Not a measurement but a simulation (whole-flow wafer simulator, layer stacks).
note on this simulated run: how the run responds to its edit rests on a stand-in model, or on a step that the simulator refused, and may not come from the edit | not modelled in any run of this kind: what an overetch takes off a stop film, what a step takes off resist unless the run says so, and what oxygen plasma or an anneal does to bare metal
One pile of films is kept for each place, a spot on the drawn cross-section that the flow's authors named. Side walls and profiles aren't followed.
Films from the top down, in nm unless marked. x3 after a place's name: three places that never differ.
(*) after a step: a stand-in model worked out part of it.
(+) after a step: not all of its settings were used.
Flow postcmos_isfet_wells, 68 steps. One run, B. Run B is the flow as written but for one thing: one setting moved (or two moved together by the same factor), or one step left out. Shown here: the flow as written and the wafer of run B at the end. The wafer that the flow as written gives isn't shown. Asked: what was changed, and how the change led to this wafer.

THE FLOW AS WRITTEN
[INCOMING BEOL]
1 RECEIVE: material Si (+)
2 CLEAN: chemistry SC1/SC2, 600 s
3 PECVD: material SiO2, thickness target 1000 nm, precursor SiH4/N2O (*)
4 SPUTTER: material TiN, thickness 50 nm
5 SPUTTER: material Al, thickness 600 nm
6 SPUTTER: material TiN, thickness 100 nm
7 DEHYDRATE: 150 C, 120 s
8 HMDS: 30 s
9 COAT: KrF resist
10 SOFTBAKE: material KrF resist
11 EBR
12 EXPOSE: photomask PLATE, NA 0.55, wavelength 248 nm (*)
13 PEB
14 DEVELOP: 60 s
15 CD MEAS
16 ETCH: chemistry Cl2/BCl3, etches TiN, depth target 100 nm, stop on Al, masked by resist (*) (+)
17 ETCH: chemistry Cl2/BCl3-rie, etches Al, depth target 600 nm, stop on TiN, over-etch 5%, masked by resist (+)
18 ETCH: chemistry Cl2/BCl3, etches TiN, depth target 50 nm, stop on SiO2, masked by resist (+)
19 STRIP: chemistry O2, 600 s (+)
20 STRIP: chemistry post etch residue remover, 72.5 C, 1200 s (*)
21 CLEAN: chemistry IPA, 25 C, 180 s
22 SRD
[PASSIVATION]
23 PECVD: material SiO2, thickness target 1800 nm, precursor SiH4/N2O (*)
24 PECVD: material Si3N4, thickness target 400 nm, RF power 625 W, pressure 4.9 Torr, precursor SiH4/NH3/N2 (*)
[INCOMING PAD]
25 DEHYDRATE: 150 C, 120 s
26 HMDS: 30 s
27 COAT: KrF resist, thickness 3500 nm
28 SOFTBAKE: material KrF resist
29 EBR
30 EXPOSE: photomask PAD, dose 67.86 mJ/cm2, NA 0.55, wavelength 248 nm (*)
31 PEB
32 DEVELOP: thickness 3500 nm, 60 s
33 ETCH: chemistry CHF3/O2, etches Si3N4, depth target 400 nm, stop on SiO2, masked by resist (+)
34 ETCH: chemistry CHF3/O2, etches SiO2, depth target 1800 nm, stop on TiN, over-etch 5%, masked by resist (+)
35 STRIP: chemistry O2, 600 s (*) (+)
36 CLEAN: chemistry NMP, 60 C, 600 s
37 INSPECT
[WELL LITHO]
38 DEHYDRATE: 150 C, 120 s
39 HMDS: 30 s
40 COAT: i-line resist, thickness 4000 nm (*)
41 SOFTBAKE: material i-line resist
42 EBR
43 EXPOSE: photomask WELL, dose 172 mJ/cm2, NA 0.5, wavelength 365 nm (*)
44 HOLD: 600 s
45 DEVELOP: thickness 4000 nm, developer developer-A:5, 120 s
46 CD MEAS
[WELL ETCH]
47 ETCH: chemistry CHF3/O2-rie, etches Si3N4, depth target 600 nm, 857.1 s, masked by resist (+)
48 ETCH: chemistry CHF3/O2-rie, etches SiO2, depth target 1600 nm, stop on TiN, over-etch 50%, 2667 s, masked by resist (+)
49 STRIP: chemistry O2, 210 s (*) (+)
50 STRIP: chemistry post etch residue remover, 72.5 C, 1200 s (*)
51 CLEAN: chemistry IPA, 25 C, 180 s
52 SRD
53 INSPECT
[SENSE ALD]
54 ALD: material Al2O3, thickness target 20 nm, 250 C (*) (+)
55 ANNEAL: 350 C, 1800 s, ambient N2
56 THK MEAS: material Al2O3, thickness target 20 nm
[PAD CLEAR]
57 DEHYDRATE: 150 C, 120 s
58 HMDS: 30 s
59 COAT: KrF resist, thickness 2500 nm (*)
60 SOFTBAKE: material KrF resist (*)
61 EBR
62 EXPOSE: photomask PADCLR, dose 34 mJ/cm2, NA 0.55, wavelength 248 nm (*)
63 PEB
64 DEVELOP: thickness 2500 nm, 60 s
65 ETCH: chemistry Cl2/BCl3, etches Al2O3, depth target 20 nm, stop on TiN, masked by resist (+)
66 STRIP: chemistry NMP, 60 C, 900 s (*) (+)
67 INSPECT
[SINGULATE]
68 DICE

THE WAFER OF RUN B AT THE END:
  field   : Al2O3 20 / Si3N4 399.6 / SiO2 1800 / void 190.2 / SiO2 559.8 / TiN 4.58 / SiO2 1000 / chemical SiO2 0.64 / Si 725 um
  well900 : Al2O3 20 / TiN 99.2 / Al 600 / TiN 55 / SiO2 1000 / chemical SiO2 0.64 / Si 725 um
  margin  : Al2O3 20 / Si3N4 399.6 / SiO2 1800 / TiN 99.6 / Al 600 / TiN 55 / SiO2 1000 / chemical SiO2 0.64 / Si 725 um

The cause: step 4, SPUTTER: thickness 55 nm was run, where the flow has thickness 50 nm.
It can be read off the wafer: well900 has TiN 55, and step 4 as written asks for 50 nm.

How the change led to this, step by step:
  4 SPUTTER: material TiN, thickness 50 nm
      field, margin, well900 and 6 more: TiN +55 (new film) (as written it would be: TiN +50 (new film))
  18 ETCH: chemistry Cl2/BCl3, etches TiN, depth target 50 nm, stop on SiO2, masked by resist (+)
      field: TiN -50 (as written it would be: TiN -50 (all of it))
  23 PECVD: material SiO2, thickness target 1800 nm, precursor SiH4/N2O (*)
      field: SiO2 +1800 (new film), void +190.2 (new film), SiO2 +559.8 (new film) (as written it would be: SiO2 +1800 (new film), void +189.9 (new film), SiO2 +559.7)
Counting metal films that touch as one body, field has 1 body; the flow as written gives 0 bodies.
